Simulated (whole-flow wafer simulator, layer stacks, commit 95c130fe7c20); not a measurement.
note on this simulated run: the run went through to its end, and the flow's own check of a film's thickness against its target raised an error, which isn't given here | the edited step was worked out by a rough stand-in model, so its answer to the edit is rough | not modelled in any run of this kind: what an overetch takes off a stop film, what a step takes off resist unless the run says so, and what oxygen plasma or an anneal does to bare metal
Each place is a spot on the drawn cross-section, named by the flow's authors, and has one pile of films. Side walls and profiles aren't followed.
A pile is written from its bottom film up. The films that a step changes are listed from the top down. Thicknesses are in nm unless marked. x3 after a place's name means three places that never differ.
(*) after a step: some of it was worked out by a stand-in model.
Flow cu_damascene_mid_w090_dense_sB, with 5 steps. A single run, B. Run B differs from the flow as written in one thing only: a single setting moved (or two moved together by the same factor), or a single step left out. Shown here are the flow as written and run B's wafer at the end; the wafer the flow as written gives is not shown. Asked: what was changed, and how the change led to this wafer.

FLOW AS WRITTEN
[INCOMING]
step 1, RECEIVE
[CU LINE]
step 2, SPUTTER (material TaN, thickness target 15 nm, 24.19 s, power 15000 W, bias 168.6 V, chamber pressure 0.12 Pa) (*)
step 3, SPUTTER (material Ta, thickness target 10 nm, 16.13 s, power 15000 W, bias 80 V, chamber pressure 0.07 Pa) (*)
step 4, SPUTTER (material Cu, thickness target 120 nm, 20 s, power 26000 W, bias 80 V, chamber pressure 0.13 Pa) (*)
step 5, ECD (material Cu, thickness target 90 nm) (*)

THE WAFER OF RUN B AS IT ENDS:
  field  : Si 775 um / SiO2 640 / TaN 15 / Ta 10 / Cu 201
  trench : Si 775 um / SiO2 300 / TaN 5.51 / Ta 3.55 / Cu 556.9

Cause: step 5, ECD: thickness target 81 nm was run, whereas the flow has thickness target 90 nm.

Step by step, how the change led to this:
  step 5, ECD (material Cu, thickness target 90 nm) (*)
      field: Cu gains 81 (it would be, as written: Cu gains 90)
